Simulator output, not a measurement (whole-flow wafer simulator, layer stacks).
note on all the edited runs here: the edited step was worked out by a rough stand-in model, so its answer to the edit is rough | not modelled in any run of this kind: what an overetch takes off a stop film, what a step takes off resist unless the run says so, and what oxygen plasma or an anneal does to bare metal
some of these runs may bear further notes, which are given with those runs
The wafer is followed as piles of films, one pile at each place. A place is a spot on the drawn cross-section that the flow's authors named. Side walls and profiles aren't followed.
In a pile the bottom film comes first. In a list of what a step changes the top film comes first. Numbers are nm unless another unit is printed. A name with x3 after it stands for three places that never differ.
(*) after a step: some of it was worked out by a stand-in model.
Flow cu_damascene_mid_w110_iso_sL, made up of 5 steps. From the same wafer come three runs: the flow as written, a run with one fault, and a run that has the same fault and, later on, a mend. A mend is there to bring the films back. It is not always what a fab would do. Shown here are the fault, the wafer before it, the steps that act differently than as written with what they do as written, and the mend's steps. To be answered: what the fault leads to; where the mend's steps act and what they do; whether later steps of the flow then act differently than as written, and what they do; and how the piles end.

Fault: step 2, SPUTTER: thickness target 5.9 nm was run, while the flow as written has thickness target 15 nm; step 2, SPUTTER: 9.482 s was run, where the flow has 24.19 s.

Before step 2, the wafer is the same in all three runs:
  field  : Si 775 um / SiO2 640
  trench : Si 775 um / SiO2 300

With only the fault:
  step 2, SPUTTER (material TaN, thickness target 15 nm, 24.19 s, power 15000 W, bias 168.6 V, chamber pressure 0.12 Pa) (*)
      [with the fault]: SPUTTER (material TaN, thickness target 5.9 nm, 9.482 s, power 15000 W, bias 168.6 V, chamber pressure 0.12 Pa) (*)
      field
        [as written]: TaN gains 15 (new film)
        [with the fault]: TaN gains 5.9 (new film)
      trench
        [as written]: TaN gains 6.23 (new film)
        [with the fault]: TaN gains 2.45 (new film)
  Steps further on in the flow that do not act as written (2 more steps, not shown, differ only slightly: by at most 2% or 0.5 nm, whichever is larger):
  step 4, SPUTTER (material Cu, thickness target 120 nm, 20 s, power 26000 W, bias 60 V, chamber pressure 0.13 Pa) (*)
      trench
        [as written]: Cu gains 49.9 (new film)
        [with the fault]: Cu gains 51.5 (new film)
  By the end, the piles at field, trench depart from the flow's by more than 2% or 0.5 nm, whichever is larger.
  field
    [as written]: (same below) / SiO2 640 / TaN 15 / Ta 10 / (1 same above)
    [with the fault]: (same below) / SiO2 640 / TaN 5.9 / Ta 10 / (1 same above)
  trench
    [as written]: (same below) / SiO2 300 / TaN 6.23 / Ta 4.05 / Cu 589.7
    [with the fault]: (same below) / SiO2 300 / TaN 2.45 / Ta 4.16 / Cu 584.3

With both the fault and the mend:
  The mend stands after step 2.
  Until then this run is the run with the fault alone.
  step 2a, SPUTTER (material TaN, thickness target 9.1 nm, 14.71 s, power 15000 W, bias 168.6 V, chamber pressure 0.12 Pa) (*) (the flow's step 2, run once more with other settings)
      field
        TaN gains 9.1
      trench
        TaN gains 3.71
  Every later step of the flow that is run acts as written, at every place that is followed, to within 2% or 0.5 nm, whichever is larger.
  The piles end only slightly different from the flow's at the places that both follow, by no more than 2% or 0.5 nm, whichever is larger.
